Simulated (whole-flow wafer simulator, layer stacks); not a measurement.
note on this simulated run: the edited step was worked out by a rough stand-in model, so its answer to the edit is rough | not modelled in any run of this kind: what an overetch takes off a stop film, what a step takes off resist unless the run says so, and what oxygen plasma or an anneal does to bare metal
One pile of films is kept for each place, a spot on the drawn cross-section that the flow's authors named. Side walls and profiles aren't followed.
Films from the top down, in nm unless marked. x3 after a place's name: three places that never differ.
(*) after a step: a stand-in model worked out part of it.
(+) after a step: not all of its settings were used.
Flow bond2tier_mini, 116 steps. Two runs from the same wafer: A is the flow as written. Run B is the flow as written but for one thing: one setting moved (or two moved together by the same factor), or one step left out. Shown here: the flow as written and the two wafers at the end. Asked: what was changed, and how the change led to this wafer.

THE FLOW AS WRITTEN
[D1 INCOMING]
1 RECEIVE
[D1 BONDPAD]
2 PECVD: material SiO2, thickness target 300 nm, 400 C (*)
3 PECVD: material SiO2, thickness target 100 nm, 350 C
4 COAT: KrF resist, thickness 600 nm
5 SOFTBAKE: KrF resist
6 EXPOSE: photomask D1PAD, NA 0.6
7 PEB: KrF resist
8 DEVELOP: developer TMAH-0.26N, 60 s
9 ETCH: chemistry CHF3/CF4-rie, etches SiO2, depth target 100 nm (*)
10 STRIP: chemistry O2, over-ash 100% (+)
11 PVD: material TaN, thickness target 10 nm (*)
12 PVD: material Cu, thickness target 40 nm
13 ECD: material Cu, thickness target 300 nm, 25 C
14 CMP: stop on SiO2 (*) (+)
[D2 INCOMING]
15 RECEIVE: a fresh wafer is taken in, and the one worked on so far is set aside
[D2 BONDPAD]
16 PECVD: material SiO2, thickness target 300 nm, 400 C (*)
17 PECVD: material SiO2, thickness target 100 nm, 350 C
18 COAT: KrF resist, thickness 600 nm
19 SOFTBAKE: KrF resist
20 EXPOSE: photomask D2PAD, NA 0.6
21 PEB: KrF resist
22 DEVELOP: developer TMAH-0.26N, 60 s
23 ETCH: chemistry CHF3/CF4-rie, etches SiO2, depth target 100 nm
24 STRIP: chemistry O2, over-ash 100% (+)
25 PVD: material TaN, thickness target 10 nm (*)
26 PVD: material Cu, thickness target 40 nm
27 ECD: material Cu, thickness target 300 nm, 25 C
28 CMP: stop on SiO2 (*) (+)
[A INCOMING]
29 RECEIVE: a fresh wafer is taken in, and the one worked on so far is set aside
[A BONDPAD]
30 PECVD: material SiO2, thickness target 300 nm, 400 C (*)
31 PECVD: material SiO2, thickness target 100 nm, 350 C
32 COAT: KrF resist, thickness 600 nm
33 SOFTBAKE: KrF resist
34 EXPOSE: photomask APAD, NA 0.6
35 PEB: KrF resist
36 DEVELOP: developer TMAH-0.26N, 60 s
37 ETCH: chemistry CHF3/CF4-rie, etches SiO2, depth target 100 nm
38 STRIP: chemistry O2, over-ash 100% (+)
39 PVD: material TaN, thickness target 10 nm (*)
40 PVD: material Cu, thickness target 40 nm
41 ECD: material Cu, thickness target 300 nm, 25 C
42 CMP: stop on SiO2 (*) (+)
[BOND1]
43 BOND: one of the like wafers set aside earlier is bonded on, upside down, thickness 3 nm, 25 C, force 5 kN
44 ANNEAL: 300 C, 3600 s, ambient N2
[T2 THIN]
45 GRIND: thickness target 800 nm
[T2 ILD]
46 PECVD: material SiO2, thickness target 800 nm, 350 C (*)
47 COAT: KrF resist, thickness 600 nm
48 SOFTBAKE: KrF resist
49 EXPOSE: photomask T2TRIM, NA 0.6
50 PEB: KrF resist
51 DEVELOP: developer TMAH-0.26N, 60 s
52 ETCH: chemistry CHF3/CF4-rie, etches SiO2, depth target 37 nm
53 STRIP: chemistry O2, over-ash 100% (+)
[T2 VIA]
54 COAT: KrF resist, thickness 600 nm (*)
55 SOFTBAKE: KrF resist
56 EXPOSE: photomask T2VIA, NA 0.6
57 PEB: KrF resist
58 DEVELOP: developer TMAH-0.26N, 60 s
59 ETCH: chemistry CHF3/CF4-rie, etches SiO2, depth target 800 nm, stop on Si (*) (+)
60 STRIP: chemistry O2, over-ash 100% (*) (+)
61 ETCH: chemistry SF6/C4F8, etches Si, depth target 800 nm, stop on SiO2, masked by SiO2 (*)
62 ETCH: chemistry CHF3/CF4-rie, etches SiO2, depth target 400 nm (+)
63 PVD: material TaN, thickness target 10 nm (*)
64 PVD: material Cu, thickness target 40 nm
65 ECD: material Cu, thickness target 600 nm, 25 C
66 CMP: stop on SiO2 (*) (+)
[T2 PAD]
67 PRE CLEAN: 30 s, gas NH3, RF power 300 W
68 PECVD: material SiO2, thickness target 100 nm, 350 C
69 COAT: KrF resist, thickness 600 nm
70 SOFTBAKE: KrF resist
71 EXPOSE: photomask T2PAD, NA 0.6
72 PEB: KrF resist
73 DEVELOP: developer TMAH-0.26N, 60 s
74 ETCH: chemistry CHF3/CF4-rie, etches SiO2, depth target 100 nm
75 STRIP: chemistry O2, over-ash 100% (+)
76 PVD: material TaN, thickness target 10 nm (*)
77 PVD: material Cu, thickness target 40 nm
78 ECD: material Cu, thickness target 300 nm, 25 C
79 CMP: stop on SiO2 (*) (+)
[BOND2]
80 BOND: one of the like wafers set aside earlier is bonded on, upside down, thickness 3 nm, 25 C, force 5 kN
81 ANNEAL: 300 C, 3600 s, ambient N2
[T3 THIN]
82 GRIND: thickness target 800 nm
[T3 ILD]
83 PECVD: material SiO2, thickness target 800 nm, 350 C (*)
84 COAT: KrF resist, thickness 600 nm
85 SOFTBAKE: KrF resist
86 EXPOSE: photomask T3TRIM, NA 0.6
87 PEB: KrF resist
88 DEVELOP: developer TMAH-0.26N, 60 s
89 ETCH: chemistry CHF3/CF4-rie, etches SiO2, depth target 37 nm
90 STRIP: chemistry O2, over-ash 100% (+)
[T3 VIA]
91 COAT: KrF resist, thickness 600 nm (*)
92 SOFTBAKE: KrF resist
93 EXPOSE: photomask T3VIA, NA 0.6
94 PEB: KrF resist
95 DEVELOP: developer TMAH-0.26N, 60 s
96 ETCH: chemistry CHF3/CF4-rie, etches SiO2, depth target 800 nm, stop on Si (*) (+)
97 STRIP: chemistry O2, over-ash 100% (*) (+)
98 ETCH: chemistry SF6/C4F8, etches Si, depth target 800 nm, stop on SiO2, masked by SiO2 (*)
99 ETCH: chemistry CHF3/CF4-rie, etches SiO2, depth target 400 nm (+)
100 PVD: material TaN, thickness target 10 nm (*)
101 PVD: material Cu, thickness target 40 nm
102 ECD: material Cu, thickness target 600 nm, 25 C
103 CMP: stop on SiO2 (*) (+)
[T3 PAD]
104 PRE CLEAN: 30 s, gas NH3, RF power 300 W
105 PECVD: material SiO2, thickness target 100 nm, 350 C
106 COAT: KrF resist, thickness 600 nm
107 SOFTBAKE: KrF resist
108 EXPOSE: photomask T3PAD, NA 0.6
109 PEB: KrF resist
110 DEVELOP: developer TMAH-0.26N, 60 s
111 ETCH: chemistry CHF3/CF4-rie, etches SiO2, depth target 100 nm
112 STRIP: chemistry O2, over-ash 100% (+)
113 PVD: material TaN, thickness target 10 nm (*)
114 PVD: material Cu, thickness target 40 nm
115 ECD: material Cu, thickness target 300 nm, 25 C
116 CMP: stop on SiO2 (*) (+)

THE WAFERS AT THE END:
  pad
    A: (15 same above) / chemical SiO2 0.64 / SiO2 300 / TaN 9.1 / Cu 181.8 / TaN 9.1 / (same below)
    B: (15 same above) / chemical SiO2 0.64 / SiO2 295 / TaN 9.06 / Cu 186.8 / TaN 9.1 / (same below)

The cause: step 9, ETCH: depth target 105 nm was run, where the flow has depth target 100 nm.

How the change led to this, step by step:
  9 ETCH: chemistry CHF3/CF4-rie, etches SiO2, depth target 100 nm (*)
      pad, via: A SiO2 -100 | B SiO2 -105
      field: A KrF resist -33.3 | B KrF resist -35
  43 BOND: one of the like wafers set aside earlier is bonded on, upside down, thickness 3 nm, 25 C, force 5 kN
      pad: A Si +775 um (new film), chemical SiO2 +0.64 (new film), SiO2 +300 (new film), TaN +9.1 (new film), Cu +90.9 | B Si +775 um (new film), chemical SiO2 +0.64 (new film), SiO2 +295 (new film), TaN +9.06 (new film), Cu +95.9
      via: A Si +775 um (new film), chemical SiO2 +0.64 (new film), SiO2 +300 (new film), TaN +9.97 (new film), Cu +90 | B Si +775 um (new film), chemical SiO2 +0.64 (new film), SiO2 +295 (new film), TaN +9.97 (new film), Cu +95
